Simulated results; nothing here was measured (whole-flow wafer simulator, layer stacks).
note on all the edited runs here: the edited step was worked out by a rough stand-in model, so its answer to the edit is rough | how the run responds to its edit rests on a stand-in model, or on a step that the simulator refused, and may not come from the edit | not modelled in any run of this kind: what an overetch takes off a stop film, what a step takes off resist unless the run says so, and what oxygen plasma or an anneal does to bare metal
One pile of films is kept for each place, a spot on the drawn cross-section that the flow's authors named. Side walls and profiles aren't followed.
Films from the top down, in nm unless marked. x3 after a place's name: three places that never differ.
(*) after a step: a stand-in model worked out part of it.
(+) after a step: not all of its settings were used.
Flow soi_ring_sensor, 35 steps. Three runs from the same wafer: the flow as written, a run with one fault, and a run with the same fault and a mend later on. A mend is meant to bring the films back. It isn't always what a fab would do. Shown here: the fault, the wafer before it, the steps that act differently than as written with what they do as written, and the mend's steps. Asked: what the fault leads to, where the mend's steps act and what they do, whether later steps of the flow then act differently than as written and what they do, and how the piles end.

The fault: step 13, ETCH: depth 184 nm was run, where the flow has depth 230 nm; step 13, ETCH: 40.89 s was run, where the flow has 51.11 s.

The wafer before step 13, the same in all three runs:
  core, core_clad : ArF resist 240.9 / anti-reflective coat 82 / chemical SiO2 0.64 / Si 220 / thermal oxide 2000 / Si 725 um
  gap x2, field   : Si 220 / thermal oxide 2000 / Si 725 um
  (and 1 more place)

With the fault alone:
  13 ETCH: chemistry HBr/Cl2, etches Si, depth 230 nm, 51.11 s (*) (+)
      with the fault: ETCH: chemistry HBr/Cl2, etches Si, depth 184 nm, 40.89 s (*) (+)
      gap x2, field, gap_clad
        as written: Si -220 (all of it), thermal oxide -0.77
        with the fault: Si -184
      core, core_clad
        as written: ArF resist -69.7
        with the fault: ArF resist -55.8
  Later steps of the flow that act differently than as written:
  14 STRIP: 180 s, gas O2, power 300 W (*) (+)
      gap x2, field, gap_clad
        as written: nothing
        with the fault: chemical SiO2 +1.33 (new film), Si -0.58
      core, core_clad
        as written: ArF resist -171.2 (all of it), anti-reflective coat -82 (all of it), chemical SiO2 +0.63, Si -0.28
        with the fault: ArF resist -185.1 (all of it), anti-reflective coat -82 (all of it), chemical SiO2 +0.62, Si -0.27
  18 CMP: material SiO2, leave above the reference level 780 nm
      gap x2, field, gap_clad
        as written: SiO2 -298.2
        with the fault: SiO2 -335.8
  At the end the piles differ from the flow's by more than 2% or 0.5 nm, whichever is larger, at field.
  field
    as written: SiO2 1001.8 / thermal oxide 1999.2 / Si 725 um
    with the fault: SiO2 964.2 / chemical SiO2 1.33 / Si 35.4 / thermal oxide 2000 / Si 725 um

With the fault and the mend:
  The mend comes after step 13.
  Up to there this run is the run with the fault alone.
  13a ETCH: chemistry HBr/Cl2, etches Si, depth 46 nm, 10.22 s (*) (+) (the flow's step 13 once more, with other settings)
      gap x2, field, gap_clad
        Si -36 (all of it), thermal oxide -0.77
      core, core_clad
        ArF resist -13.9
  No later step of the flow acts differently than as written at any place that is followed.
  At the end the piles are the same as the flow's at every place that both follow.
